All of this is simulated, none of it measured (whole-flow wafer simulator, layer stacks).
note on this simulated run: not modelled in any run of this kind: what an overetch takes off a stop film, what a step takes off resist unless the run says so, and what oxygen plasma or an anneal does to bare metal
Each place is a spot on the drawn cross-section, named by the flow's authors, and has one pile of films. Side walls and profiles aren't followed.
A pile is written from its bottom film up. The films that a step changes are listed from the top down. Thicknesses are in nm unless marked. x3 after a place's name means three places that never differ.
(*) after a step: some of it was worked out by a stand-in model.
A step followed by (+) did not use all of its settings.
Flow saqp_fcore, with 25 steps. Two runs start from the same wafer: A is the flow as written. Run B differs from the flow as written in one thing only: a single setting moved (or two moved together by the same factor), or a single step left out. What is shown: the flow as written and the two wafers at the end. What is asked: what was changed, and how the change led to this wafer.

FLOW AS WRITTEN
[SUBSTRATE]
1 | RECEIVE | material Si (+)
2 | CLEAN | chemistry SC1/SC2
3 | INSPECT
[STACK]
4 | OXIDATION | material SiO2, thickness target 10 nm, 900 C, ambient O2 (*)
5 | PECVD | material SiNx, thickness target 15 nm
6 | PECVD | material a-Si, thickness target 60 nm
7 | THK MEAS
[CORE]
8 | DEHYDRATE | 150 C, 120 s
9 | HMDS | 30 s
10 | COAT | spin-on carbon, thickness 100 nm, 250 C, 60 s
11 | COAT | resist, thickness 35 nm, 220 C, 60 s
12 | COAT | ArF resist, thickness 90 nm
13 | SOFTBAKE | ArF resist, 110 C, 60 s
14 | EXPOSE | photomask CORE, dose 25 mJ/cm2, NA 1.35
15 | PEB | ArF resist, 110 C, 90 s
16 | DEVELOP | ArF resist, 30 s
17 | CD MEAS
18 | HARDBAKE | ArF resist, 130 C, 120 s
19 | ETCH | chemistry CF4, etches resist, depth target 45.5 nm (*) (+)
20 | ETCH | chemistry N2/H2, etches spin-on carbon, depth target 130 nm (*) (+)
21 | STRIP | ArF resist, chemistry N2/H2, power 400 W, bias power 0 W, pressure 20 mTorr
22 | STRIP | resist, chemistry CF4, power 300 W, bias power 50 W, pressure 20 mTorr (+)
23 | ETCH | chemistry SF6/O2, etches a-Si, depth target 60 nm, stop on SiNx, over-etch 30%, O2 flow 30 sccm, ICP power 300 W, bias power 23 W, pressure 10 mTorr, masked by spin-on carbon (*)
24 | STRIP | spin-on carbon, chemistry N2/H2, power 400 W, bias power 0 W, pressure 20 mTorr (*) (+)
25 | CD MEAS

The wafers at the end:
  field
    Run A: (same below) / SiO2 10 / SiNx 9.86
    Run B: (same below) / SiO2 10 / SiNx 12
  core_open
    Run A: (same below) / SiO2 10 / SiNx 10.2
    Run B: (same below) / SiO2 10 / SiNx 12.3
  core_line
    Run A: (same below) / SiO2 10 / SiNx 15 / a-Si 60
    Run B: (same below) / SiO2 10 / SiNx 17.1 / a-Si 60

Cause: step 5, PECVD: thickness target 17.1 nm was run, whereas the flow has thickness target 15 nm.
The wafer itself shows it: core_line has SiNx 17.1, and step 5 as written asks for 15 nm.

Step by step, how the change led to this:
  5 | PECVD | material SiNx, thickness target 15 nm
      field, core_open, core_line: A SiNx gains 15 (new film) | B SiNx gains 17.1 (new film)
